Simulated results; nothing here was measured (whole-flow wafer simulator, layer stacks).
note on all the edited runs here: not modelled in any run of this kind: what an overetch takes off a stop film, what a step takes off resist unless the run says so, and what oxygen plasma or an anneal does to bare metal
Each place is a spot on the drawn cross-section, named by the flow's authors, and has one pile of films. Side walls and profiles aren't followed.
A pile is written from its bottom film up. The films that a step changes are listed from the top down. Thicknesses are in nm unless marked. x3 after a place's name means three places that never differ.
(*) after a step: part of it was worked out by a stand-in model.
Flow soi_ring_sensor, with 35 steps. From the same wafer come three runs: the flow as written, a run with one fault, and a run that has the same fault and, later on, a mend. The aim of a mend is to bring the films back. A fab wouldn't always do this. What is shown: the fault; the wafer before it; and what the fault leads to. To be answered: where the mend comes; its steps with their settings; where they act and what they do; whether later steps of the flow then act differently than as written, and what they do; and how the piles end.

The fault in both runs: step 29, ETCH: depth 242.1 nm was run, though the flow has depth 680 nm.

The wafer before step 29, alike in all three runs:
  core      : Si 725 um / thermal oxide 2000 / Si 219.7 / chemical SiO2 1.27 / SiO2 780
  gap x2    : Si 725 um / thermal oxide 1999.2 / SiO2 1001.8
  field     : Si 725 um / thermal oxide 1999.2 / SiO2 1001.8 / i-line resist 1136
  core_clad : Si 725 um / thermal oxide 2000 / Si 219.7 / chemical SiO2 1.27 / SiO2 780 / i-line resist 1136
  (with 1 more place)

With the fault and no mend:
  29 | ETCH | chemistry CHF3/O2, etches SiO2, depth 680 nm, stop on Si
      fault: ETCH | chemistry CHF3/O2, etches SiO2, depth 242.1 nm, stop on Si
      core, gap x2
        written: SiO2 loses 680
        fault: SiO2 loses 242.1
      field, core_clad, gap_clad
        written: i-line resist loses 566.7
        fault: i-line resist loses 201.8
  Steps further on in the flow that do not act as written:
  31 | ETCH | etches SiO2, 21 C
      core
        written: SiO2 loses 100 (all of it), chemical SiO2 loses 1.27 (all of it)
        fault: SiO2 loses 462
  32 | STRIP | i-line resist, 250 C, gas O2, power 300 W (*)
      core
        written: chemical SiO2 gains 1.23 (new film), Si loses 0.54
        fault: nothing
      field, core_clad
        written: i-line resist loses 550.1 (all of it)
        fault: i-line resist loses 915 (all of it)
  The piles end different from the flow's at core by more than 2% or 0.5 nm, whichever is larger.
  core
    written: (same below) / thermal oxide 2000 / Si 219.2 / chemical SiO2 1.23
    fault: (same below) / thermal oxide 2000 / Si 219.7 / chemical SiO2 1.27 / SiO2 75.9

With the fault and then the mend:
  The mend follows step 29.
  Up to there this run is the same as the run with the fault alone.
  29a | ETCH | chemistry CHF3/O2, etches SiO2, depth 437.9 nm, stop on Si (the flow's step 29, run once more with other settings)
      core, gap x2
        SiO2 loses 437.9
      field, core_clad, gap_clad
        i-line resist loses 364.9
  Later steps of the flow that are run all act as written at every place that is followed.
  By the end, the piles equal the flow's at every place that both follow.
